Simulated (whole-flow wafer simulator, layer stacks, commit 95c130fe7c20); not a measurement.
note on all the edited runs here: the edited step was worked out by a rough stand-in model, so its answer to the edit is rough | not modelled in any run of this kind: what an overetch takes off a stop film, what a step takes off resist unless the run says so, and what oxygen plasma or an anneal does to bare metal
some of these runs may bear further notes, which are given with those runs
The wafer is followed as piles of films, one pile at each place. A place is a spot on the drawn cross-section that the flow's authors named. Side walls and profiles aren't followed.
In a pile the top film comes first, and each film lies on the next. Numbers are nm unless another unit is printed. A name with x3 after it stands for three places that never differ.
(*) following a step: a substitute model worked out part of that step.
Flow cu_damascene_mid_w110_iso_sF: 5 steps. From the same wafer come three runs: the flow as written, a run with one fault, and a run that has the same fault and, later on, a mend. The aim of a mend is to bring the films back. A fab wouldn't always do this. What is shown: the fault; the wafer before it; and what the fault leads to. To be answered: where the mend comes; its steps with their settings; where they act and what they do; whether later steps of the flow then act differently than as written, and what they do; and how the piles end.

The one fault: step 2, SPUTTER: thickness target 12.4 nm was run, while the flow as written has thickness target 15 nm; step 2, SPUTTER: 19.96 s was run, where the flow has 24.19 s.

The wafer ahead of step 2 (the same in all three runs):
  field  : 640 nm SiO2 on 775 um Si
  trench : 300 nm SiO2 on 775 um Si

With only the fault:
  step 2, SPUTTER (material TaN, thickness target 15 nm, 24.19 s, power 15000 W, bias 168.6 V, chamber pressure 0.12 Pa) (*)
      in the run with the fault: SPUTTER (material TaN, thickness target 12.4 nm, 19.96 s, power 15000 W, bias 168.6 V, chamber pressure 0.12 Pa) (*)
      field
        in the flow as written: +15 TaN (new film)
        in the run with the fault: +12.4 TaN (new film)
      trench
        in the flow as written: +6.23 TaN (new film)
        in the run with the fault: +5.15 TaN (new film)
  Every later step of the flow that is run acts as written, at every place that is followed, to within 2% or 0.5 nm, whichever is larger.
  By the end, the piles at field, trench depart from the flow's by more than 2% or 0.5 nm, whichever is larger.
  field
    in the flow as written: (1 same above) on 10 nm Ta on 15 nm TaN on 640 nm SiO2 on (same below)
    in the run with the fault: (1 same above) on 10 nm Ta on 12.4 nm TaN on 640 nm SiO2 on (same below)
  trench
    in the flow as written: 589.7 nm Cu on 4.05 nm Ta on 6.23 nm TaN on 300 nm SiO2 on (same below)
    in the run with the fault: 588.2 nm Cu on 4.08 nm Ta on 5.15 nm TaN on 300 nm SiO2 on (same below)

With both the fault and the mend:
  The mend stands after step 2.
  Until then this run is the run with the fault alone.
  step 2a, SPUTTER (material TaN, thickness target 2.6 nm, 4.193 s, power 15000 W, bias 168.6 V, chamber pressure 0.12 Pa) (*) (the flow's step 2 again, with other settings)
      field
        +2.6 TaN
      trench
        +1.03 TaN
  Every later step of the flow that is run acts as written, at every place that is followed, to within 2% or 0.5 nm, whichever is larger.
  When the end is reached, the piles differ only a little from the flow's at the places that both follow, at most by 2% or 0.5 nm, whichever is larger.
